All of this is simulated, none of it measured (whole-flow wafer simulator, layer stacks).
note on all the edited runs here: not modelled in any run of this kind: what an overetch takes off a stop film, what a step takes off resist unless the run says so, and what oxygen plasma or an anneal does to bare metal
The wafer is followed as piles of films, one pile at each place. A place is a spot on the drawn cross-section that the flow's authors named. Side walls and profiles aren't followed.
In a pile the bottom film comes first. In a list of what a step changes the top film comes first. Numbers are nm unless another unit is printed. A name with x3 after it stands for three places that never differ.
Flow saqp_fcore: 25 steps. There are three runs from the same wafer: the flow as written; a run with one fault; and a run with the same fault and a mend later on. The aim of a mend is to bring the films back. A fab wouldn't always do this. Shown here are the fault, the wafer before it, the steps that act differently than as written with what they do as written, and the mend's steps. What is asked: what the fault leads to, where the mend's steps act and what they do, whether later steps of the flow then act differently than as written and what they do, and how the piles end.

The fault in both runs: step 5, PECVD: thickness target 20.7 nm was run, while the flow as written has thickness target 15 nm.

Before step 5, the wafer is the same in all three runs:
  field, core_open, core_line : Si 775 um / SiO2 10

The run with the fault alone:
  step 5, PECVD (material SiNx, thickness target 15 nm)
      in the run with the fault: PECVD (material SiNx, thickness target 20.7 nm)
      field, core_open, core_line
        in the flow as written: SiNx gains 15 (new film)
        in the run with the fault: SiNx gains 20.7 (new film)
  Every later step of the flow that is run acts as written at every place that is followed.
  By the end, the piles at field, core_open, core_line depart from the flow's by more than 2% or 0.5 nm, whichever is larger.
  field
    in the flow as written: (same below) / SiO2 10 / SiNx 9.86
    in the run with the fault: (same below) / SiO2 10 / SiNx 15.6
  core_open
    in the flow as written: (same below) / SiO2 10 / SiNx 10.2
    in the run with the fault: (same below) / SiO2 10 / SiNx 15.9
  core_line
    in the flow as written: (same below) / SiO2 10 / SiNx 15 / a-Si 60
    in the run with the fault: (same below) / SiO2 10 / SiNx 20.7 / a-Si 60

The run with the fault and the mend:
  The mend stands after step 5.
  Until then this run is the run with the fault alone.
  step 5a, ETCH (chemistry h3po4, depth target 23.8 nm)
      field, core_open, core_line
        SiNx loses 20.7 (all of it)
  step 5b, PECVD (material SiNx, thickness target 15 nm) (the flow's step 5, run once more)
      field, core_open, core_line
        SiNx gains 15 (new film)
  Every later step of the flow that is run acts as written at every place that is followed.
  At every place that both follow, the piles at the end match the flow's.
